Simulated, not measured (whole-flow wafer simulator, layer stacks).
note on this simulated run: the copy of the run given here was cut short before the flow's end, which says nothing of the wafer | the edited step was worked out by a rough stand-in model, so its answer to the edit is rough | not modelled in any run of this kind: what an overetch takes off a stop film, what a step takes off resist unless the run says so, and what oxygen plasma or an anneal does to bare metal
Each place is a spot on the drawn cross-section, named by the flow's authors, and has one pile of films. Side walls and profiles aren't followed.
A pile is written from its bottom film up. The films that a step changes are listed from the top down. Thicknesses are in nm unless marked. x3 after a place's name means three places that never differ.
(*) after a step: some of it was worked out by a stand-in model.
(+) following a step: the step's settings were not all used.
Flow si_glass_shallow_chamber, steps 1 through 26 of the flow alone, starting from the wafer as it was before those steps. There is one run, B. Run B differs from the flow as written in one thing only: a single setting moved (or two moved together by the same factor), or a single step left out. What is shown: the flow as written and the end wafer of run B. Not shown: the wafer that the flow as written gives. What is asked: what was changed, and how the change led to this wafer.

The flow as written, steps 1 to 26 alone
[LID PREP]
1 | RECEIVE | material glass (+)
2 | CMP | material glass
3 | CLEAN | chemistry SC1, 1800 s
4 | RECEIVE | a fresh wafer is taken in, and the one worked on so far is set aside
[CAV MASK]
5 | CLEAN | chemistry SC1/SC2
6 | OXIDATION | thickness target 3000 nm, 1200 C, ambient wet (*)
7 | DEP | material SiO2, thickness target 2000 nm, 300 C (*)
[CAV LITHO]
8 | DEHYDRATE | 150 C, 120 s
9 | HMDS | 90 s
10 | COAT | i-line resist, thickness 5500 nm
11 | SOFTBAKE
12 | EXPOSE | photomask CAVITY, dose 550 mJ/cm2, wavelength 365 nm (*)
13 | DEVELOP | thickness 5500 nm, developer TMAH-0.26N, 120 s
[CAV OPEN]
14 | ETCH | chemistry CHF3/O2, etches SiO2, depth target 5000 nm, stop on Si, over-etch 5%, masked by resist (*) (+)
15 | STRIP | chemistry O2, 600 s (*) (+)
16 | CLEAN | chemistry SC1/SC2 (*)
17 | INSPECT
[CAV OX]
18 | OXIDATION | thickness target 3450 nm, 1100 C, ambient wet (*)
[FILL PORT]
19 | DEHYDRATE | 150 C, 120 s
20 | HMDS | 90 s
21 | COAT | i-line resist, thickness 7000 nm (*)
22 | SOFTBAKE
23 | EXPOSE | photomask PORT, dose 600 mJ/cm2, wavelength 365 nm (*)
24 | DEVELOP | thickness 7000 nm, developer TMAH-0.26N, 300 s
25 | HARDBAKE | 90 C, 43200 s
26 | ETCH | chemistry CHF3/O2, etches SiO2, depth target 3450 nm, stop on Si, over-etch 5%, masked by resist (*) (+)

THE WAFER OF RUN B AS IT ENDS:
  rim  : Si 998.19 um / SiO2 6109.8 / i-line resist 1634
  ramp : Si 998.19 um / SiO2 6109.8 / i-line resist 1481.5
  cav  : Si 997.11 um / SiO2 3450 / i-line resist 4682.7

The reason: step 26, ETCH: over-etch 7.5% was run, whereas the flow has over-etch 5%.

Step by step, how the change led to this:
  26 | ETCH | chemistry CHF3/O2, etches SiO2, depth target 3450 nm, stop on Si, over-etch 5%, masked by resist (*) (+)
      rim, ramp, cav, ring: -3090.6 i-line resist (as written it would have been: -3018.8 i-line resist)
      port: -3450 SiO2 (all of it), -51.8 Si (as written it would have been: -3450 SiO2 (all of it), -34.5 Si)
      (as well as at 1 more place)
